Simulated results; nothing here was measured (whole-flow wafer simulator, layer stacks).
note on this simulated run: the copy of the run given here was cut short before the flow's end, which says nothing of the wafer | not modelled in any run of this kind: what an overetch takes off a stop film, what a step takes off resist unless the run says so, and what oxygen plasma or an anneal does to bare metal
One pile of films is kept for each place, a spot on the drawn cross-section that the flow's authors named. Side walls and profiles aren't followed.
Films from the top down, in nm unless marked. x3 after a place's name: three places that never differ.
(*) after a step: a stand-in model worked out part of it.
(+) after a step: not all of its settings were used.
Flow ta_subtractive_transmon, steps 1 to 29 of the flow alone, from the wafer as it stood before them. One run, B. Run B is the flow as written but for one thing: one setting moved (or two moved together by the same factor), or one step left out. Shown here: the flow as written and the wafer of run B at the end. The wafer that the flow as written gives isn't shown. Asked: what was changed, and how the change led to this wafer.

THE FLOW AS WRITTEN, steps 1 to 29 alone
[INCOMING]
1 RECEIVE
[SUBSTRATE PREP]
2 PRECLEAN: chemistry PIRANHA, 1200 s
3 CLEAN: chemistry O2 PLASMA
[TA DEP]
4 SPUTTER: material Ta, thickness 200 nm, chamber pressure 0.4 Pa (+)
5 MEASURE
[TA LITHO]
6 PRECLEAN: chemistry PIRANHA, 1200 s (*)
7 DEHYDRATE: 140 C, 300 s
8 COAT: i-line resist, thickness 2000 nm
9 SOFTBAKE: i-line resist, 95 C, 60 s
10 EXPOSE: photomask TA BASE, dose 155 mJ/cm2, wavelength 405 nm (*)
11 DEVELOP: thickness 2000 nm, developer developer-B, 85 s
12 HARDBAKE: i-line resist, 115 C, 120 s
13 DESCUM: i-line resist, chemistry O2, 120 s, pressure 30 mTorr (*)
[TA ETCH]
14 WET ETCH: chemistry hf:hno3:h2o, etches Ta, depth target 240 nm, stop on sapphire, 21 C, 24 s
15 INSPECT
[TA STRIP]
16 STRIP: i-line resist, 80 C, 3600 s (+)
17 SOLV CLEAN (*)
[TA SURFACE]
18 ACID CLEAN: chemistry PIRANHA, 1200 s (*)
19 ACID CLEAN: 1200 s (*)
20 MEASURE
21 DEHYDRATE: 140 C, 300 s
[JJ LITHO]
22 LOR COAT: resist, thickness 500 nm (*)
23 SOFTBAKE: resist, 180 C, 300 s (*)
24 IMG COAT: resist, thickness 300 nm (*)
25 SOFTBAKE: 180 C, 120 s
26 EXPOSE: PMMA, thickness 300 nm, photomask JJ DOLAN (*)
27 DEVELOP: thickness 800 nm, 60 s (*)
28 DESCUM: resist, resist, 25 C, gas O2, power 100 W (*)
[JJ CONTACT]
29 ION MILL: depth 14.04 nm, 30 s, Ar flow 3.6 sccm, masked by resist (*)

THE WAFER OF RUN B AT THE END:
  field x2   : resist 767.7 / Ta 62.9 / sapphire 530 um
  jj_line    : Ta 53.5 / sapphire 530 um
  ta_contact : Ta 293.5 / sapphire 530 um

The cause: step 4, SPUTTER: thickness 303.2 nm was run, where the flow has thickness 200 nm.

How the change led to this, step by step:
  4 SPUTTER: material Ta, thickness 200 nm, chamber pressure 0.4 Pa (+)
      field x2, jj_line, lead, ta_contact, ta_pad: Ta +303.2 (new film) (as written it would be: Ta +200 (new film))
  14 WET ETCH: chemistry hf:hno3:h2o, etches Ta, depth target 240 nm, stop on sapphire, 21 C, 24 s
      field x2, jj_line, lead: Ta -240 (as written it would be: Ta -200 (all of it))
  22 LOR COAT: resist, thickness 500 nm (*)
      ta_contact: resist +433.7 (new film) (as written it would be: resist +443.8 (new film))
  29 ION MILL: depth 14.04 nm, 30 s, Ar flow 3.6 sccm, masked by resist (*)
      jj_line, lead: Ta -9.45 (as written it would be: sapphire -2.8)
Counting metal films that touch as one body, field x2 has 1 body; the flow as written gives 0 bodies.
Counting metal films that touch as one body, jj_line has 1 body; the flow as written gives 0 bodies.
